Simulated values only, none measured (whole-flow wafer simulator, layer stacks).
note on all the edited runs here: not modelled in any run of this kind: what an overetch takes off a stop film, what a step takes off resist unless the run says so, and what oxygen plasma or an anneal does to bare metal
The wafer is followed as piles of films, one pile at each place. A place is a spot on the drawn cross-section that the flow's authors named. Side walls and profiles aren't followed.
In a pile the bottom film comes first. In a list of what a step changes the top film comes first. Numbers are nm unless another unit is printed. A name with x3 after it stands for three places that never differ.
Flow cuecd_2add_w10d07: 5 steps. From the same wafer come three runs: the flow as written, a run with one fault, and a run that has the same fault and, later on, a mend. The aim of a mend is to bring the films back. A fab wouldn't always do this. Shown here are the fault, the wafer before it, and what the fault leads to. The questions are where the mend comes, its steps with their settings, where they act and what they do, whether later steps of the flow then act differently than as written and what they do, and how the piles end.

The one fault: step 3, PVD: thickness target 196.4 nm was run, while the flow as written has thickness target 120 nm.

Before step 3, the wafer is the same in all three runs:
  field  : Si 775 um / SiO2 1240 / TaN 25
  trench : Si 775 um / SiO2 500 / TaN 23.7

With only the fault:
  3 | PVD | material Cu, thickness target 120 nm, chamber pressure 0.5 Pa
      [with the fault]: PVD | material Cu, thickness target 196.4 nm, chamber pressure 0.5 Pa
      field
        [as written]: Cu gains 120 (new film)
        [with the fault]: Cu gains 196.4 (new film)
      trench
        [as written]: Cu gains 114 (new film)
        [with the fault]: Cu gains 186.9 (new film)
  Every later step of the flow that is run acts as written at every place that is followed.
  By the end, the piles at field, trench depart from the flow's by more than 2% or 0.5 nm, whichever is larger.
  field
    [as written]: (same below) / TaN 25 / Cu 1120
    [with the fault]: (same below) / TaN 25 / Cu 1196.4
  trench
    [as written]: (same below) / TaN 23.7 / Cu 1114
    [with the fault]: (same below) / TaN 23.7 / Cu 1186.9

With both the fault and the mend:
  The mend follows step 3.
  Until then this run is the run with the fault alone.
  3a | ETCH | chemistry cu recess dil, depth target 74.69 nm
      field, trench
        Cu loses 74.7
  Every later step of the flow that is run acts as written at every place that is followed.
  The piles end only slightly different from the flow's at the places that both follow, by no more than 2% or 0.5 nm, whichever is larger.
